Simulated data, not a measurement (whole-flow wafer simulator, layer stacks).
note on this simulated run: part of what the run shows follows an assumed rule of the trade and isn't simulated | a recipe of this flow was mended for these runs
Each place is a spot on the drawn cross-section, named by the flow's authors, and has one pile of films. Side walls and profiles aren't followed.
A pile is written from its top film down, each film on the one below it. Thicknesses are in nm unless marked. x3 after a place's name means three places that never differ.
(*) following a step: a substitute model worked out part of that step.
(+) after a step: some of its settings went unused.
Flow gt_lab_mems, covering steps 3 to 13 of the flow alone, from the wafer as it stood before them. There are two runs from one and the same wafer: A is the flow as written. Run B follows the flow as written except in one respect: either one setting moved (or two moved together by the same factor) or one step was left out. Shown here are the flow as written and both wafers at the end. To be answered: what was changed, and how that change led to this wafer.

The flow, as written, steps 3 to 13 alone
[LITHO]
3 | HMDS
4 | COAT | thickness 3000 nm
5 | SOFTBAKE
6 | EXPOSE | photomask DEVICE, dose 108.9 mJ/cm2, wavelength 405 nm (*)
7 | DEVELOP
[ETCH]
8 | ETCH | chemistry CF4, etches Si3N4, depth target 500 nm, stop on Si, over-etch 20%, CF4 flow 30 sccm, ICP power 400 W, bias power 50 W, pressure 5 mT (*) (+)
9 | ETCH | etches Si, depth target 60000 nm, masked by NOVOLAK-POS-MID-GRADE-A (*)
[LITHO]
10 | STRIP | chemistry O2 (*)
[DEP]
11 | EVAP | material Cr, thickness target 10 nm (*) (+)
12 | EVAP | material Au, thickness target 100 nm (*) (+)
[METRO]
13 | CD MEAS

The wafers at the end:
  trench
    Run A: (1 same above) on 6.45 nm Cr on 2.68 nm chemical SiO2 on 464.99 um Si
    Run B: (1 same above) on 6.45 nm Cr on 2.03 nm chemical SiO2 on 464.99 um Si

What caused this: step 4, COAT: thickness 1920 nm was run, though the flow has thickness 3000 nm.

Step by step, how the change led to this:
  4 | COAT | thickness 3000 nm
      field, trench: A g/i-line-resist gains 3000 (new film) | B g/i-line-resist gains 1920 (new film)
  7 | DEVELOP
      trench: A g/i-line-resist loses 3000 (all of it) | B g/i-line-resist loses 1920 (all of it)
  10 | STRIP | chemistry O2 (*)
      field: A g/i-line-resist loses 1352 (all of it) | B g/i-line-resist loses 272 (all of it)
      trench: A chemical SiO2 gains 2.68 (new film), Si loses 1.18 | B chemical SiO2 gains 2.03 (new film), Si loses 0.89
